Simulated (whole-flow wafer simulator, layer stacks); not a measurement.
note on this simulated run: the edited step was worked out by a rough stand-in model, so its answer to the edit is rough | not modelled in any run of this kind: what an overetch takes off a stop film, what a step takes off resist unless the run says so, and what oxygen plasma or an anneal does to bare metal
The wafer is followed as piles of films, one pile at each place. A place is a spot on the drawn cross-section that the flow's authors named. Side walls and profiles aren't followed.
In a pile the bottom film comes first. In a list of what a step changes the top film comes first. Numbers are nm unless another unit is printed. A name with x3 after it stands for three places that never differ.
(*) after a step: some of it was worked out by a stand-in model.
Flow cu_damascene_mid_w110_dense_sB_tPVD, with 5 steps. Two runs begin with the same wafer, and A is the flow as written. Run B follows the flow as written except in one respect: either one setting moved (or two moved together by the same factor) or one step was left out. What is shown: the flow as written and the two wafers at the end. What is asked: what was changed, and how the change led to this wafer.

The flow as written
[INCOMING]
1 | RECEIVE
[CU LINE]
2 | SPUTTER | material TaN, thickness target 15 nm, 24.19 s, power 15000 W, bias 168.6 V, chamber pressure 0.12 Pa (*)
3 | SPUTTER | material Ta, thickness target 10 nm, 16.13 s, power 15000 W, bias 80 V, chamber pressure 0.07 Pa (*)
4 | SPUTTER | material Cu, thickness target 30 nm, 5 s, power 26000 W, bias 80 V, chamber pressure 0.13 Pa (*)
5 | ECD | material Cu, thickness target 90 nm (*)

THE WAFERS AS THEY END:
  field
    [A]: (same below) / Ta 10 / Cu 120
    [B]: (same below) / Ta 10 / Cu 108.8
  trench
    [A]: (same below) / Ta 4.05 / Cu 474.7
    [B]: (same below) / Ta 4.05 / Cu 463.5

What caused this: step 4, SPUTTER: thickness target 18.8 nm was run, though the flow has thickness target 30 nm; step 4, SPUTTER: 3.12 s was run, where the flow has 5 s.

Step by step, how the change led to this:
  4 | SPUTTER | material Cu, thickness target 30 nm, 5 s, power 26000 W, bias 80 V, chamber pressure 0.13 Pa (*)
      field: A +30 Cu (new film) | B +18.8 Cu (new film)
      trench: A +12.5 Cu (new film) | B +7.82 Cu (new film)
